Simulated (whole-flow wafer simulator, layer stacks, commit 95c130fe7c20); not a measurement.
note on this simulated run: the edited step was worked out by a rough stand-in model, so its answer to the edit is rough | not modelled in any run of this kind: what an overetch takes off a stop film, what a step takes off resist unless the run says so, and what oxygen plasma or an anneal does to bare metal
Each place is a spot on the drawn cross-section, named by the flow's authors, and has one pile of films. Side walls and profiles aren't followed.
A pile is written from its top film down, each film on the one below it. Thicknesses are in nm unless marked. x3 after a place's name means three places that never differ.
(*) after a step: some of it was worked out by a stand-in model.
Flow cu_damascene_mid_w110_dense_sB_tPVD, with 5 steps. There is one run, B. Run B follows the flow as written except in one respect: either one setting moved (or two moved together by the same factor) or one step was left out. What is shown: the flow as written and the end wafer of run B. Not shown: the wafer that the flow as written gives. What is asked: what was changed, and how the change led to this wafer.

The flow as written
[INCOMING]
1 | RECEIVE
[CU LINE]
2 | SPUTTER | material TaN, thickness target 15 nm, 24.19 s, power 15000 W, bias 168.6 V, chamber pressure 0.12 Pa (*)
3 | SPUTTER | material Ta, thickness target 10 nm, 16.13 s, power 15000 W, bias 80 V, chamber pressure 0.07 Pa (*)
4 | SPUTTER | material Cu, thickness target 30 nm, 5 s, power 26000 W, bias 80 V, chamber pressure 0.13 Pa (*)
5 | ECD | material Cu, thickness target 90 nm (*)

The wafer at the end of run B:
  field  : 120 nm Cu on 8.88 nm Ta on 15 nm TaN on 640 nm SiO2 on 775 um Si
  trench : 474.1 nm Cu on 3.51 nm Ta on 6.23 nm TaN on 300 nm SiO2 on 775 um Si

Cause: step 3, SPUTTER: power 13310 W was run, whereas the flow has power 15000 W.

How this came from the change, step by step:
  3 | SPUTTER | material Ta, thickness target 10 nm, 16.13 s, power 15000 W, bias 80 V, chamber pressure 0.07 Pa (*)
      field: Ta gains 8.88 (new film) (it would be, as written: Ta gains 10 (new film))
      trench: Ta gains 3.51 (new film) (it would be, as written: Ta gains 4.05 (new film))
